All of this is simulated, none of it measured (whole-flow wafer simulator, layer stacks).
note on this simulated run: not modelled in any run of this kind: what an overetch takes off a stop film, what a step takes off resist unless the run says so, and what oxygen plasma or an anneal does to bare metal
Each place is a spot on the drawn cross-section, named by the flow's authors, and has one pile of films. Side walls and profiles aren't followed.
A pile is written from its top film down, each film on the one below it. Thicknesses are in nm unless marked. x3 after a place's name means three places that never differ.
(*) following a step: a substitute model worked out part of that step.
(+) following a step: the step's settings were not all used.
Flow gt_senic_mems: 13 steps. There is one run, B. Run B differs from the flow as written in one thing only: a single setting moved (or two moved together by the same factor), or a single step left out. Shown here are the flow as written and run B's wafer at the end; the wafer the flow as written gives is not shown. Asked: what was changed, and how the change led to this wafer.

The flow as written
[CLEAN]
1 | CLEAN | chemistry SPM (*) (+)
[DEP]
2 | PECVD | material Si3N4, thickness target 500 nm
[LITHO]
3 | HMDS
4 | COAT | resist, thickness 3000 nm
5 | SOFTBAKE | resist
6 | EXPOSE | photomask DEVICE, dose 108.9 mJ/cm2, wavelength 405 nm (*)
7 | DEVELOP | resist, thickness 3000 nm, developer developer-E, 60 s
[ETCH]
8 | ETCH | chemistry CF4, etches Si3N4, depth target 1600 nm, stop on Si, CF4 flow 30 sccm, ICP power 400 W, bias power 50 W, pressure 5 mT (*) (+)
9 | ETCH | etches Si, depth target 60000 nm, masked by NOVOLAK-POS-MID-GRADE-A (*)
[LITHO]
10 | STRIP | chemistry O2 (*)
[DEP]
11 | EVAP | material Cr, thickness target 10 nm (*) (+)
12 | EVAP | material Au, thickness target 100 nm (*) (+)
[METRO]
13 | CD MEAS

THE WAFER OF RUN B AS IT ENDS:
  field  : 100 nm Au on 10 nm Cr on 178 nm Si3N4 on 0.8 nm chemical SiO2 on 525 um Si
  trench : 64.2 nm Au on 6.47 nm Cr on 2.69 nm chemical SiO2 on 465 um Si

Cause: step 2, PECVD: thickness target 178 nm was run, though the flow has thickness target 500 nm.
The wafer itself shows it: field has Si3N4 178, and step 2 as written asks for 500 nm.

Step by step, how the change led to this:
  2 | PECVD | material Si3N4, thickness target 500 nm
      field, trench: +178 Si3N4 (new film) (as written it would have been: +500 Si3N4 (new film))
  8 | ETCH | chemistry CF4, etches Si3N4, depth target 1600 nm, stop on Si, CF4 flow 30 sccm, ICP power 400 W, bias power 50 W, pressure 5 mT (*) (+)
      field: -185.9 resist (as written it would have been: -400.5 resist)
      trench: -178 Si3N4 (all of it), -0.8 chemical SiO2 (all of it) (as written it would have been: -500 Si3N4 (all of it), -0.8 chemical SiO2 (all of it))
  10 | STRIP | chemistry O2 (*)
      field: -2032 resist (all of it) (as written it would have been: -1817.3 resist (all of it))
